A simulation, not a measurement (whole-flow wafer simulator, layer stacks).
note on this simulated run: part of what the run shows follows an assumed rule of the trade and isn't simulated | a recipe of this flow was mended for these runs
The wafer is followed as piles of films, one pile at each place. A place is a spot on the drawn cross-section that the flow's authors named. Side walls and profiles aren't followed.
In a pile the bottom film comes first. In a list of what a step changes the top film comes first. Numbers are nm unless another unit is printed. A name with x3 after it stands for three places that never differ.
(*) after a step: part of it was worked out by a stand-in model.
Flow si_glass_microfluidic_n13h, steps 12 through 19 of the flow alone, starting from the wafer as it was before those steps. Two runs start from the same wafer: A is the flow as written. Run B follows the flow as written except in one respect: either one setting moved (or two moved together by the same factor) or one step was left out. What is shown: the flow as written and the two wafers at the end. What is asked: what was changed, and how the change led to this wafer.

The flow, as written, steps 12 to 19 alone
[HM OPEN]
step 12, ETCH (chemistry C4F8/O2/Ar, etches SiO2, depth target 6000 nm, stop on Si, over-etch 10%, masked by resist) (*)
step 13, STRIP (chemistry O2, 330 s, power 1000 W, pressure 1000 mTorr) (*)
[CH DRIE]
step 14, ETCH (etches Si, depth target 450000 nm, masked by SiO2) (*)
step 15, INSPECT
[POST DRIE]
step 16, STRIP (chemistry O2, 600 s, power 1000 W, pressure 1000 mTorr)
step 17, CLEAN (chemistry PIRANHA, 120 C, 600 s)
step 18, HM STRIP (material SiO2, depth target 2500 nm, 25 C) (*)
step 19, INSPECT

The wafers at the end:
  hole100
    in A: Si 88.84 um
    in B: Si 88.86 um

Cause: step 12, ETCH: over-etch 7% was run, though the flow has over-etch 10%.

The path from the change to this, step by step:
  step 12, ETCH (chemistry C4F8/O2/Ar, etches SiO2, depth target 6000 nm, stop on Si, over-etch 10%, masked by resist) (*)
      land: A -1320 thick-i-line-resist | B -1284 thick-i-line-resist
      hole100: A -6000 SiO2 (all of it), -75 Si | B -6000 SiO2 (all of it), -52.5 Si
